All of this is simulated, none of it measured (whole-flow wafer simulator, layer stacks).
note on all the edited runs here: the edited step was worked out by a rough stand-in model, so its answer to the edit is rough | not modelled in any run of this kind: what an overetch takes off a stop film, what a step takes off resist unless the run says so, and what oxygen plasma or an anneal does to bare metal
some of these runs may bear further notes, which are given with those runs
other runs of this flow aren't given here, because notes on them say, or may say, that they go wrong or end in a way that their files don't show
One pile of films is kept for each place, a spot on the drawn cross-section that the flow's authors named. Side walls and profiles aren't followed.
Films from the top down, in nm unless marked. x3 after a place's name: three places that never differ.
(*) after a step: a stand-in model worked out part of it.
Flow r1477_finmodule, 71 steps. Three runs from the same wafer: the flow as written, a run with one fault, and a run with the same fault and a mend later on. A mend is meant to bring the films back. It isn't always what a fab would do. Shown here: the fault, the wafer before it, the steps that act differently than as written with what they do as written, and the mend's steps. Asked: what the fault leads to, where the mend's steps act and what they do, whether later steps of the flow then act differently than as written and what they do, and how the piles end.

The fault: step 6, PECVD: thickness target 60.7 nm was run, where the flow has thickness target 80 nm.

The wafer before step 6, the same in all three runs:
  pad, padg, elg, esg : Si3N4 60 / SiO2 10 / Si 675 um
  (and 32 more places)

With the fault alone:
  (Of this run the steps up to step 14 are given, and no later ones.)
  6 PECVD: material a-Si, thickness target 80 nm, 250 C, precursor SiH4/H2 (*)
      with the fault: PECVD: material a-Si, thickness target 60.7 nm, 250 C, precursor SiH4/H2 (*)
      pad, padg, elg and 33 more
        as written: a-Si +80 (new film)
        with the fault: a-Si +60.7 (new film)
  No later step of the flow up to step 14 acts differently than as written at any place that is followed.
  After step 14 the piles differ from the flow's by more than 2% or 0.5 nm, whichever is larger, at pad, padg, elg and 33 more.
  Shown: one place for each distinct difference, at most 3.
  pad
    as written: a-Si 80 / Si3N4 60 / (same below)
    with the fault: a-Si 60.7 / Si3N4 60 / (same below)
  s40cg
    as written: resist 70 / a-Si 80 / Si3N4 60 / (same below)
    with the fault: resist 70 / a-Si 60.7 / Si3N4 60 / (same below)

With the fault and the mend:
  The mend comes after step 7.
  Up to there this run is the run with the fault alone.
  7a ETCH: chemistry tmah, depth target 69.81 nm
      pad, padg, elg and 33 more
        a-Si -60.7 (all of it)
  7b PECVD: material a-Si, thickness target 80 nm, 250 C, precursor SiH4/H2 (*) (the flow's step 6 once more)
      pad, padg, elg and 33 more
        a-Si +80 (new film)
  No later step of the flow acts differently than as written at any place that is followed.
  At the end the piles are the same as the flow's at every place that both follow.
